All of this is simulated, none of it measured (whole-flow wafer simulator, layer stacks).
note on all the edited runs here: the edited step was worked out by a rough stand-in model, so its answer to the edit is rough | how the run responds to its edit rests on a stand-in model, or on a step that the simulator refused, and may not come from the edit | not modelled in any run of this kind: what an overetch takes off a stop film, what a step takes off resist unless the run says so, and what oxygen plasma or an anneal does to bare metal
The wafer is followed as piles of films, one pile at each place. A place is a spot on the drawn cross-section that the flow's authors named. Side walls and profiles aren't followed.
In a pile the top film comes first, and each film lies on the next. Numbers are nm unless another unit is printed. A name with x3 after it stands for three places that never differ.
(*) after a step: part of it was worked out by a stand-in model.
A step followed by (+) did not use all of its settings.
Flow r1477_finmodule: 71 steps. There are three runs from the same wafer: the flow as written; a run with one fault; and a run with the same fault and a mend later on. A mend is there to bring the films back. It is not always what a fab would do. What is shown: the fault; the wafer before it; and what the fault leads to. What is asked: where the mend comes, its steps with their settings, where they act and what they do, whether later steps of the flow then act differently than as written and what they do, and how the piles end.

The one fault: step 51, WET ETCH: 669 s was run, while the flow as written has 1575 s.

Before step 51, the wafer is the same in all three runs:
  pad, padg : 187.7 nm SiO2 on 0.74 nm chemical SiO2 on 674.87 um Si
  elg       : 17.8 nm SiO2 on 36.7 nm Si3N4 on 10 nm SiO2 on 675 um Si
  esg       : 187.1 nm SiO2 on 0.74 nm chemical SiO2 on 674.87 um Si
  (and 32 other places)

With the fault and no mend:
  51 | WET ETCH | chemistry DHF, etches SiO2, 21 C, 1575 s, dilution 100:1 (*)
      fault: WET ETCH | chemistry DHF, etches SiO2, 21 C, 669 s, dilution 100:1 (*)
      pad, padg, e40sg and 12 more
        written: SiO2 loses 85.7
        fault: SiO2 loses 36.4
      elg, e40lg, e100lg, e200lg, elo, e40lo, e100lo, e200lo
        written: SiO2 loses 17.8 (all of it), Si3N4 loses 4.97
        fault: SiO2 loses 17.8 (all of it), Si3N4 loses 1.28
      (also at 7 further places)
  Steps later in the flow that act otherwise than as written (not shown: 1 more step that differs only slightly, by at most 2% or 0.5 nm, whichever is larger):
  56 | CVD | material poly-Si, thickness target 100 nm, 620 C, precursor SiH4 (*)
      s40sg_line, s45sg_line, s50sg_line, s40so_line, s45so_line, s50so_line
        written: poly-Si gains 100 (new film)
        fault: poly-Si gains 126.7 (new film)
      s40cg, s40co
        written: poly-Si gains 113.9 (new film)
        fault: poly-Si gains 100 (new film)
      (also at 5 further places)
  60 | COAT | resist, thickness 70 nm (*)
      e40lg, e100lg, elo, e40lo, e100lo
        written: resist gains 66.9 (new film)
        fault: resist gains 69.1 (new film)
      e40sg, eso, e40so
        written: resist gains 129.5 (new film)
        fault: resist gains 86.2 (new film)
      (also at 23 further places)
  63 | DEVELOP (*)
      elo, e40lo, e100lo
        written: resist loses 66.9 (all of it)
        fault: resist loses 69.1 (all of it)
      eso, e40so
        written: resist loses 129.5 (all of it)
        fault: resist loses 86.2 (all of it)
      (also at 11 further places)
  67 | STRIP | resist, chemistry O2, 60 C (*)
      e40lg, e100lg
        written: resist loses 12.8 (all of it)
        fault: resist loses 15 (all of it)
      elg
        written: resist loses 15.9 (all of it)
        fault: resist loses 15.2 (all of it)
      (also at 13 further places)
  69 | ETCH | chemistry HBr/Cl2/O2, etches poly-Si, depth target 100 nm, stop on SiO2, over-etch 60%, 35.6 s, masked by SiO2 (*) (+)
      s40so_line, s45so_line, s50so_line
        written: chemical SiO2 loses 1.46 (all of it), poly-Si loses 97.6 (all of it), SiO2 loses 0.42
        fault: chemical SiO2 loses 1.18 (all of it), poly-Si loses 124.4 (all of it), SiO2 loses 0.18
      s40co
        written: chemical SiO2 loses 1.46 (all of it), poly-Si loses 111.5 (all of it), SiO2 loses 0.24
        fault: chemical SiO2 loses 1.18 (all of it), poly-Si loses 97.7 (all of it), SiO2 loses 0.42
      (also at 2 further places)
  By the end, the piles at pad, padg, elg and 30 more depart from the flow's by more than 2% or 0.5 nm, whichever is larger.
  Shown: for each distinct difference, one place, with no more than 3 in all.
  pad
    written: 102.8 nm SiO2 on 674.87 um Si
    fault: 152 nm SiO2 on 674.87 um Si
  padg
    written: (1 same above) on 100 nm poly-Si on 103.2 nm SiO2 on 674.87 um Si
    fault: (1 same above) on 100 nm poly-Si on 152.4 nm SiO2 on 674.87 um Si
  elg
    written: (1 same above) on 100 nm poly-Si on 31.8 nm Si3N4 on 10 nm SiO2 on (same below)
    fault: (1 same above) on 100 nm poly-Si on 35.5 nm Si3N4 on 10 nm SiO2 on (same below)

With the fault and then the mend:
  The mend stands after step 51.
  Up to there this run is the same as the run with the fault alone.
  51a | WET ETCH | chemistry DHF, etches SiO2, 21 C, 906 s, dilution 100:1 (*) (the flow's step 51 again, with other settings)
      pad, padg, e40sg and 12 more
        SiO2 loses 49.3
      elg, e40lg, e100lg, e200lg, elo, e40lo, e100lo, e200lo
        Si3N4 loses 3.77
      esg, s40cg, s45cg, s50cg, s40co, s45co, s50co
        SiO2 loses 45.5
  None of the later steps of the flow differs from how it acts as written, at any place that is followed, by more than 2% or 0.5 nm, whichever is larger.
  At the end the piles are close to the flow's at the places that both follow, differing by at most 2% or 0.5 nm, whichever is larger.
